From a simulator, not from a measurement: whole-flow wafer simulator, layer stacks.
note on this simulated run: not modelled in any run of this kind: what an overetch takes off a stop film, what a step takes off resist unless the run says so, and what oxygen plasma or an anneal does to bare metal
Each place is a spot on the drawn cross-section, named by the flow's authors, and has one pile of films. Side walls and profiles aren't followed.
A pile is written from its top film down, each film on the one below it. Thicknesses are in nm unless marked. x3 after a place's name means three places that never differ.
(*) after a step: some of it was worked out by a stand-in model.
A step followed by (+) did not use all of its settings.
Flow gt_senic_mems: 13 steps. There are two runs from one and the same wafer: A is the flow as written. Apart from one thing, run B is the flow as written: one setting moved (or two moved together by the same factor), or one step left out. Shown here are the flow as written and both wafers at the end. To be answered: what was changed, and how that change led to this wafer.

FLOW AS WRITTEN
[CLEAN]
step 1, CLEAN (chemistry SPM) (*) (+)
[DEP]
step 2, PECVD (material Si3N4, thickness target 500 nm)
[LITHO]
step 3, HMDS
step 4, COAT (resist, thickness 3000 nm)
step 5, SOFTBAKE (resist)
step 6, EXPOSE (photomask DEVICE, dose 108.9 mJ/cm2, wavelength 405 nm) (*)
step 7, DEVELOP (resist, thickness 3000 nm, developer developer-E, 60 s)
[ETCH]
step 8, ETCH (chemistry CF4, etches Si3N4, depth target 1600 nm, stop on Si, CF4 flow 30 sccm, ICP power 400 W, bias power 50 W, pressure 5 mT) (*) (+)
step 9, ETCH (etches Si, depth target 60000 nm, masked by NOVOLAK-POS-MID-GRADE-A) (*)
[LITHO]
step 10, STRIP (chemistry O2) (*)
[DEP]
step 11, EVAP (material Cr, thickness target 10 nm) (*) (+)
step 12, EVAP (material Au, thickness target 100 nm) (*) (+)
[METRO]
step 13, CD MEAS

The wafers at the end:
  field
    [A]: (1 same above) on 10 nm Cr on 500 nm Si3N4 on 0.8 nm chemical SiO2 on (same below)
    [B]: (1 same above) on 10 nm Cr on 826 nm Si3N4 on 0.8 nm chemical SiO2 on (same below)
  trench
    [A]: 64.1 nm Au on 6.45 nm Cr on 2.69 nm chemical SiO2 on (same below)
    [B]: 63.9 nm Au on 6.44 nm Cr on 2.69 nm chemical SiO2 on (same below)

The reason: step 2, PECVD: thickness target 826 nm was run, whereas the flow has thickness target 500 nm.
The wafer lets one read it off: field has Si3N4 826, and step 2 as written asks for 500 nm.

The path from the change to this, step by step:
  step 2, PECVD (material Si3N4, thickness target 500 nm)
      field, trench: A Si3N4 gains 500 (new film) | B Si3N4 gains 826 (new film)
  step 8, ETCH (chemistry CF4, etches Si3N4, depth target 1600 nm, stop on Si, CF4 flow 30 sccm, ICP power 400 W, bias power 50 W, pressure 5 mT) (*) (+)
      field: A resist loses 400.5 | B resist loses 617.9
      trench: A Si3N4 loses 500 (all of it), chemical SiO2 loses 0.8 (all of it) | B Si3N4 loses 826 (all of it), chemical SiO2 loses 0.8 (all of it)
  step 10, STRIP (chemistry O2) (*)
      field: A resist loses 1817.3 (all of it) | B resist loses 1600 (all of it)
